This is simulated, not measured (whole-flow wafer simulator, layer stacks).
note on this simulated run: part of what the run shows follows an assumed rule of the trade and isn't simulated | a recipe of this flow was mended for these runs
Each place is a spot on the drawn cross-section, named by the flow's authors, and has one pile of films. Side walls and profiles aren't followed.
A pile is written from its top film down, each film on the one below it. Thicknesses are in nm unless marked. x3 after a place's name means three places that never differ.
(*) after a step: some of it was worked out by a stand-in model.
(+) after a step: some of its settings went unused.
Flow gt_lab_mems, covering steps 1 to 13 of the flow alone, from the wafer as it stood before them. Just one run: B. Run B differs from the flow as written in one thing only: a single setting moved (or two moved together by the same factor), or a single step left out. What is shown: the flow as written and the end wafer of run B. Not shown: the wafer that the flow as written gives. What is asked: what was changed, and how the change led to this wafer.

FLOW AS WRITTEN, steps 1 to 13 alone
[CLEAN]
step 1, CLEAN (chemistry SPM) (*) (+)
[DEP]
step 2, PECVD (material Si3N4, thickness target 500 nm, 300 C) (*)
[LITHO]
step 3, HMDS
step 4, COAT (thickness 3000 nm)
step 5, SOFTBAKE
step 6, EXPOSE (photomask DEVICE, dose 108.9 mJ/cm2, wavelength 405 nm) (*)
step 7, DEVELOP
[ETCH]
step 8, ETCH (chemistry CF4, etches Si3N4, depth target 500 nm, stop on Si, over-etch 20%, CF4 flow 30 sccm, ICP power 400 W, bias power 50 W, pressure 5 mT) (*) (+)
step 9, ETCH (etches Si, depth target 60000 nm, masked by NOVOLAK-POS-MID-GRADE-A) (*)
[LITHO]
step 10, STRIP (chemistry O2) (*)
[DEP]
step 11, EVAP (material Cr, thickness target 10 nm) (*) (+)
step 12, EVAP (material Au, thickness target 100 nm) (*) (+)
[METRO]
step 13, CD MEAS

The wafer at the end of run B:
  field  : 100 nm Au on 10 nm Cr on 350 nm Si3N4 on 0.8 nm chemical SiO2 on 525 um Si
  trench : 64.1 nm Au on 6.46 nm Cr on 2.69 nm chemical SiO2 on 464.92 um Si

The reason: step 2, PECVD: thickness target 350 nm was run, whereas the flow has thickness target 500 nm.
One can read it off the wafer: field has Si3N4 350, and step 2 as written asks for 500 nm.

How this came from the change, step by step:
  step 2, PECVD (material Si3N4, thickness target 500 nm, 300 C) (*)
      field, trench: Si3N4 gains 350 (new film) (in the flow as written it would be: Si3N4 gains 500 (new film))
  step 8, ETCH (chemistry CF4, etches Si3N4, depth target 500 nm, stop on Si, over-etch 20%, CF4 flow 30 sccm, ICP power 400 W, bias power 50 W, pressure 5 mT) (*) (+)
      field: g/i-line-resist loses 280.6 (in the flow as written it would be: g/i-line-resist loses 400)
      trench: Si3N4 loses 350 (all of it), chemical SiO2 loses 0.8 (all of it), Si loses 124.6 (in the flow as written it would be: Si3N4 loses 500 (all of it), chemical SiO2 loses 0.8 (all of it), Si loses 49.6)
  step 10, STRIP (chemistry O2) (*)
      field: g/i-line-resist loses 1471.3 (all of it) (in the flow as written it would be: g/i-line-resist loses 1352 (all of it))
